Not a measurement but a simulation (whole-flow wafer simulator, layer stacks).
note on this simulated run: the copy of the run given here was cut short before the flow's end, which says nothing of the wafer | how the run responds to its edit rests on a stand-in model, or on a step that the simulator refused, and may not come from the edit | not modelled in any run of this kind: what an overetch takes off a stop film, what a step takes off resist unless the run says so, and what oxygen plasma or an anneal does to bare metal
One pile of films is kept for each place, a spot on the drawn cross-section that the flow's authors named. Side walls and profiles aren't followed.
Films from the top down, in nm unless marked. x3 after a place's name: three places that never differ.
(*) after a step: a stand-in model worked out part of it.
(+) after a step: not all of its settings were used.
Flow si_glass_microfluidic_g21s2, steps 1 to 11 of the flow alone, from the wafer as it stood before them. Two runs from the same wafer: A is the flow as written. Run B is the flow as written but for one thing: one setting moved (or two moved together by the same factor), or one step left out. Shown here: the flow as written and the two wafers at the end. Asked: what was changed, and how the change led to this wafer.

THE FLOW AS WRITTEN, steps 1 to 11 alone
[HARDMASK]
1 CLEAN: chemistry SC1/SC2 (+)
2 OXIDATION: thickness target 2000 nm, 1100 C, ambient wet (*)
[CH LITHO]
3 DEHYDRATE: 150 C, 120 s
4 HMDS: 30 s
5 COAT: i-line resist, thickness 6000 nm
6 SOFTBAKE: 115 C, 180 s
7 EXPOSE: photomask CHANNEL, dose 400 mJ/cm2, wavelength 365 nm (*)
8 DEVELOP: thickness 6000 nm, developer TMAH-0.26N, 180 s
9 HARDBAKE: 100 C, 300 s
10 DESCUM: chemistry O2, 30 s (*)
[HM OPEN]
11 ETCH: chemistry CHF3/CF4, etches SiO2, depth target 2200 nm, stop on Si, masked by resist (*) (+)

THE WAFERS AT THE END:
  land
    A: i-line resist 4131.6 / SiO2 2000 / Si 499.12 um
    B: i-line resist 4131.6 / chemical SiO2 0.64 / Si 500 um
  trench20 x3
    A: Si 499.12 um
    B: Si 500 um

The cause: step 2, OXIDATION: thickness target 2000 nm, 1100 C, ambient wet (*), was left out.

How the change led to this, step by step:
  11 ETCH: chemistry CHF3/CF4, etches SiO2, depth target 2200 nm, stop on Si, masked by resist (*) (+)
      trench20 x3: A SiO2 -2000 (all of it) | B chemical SiO2 -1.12 (all of it)
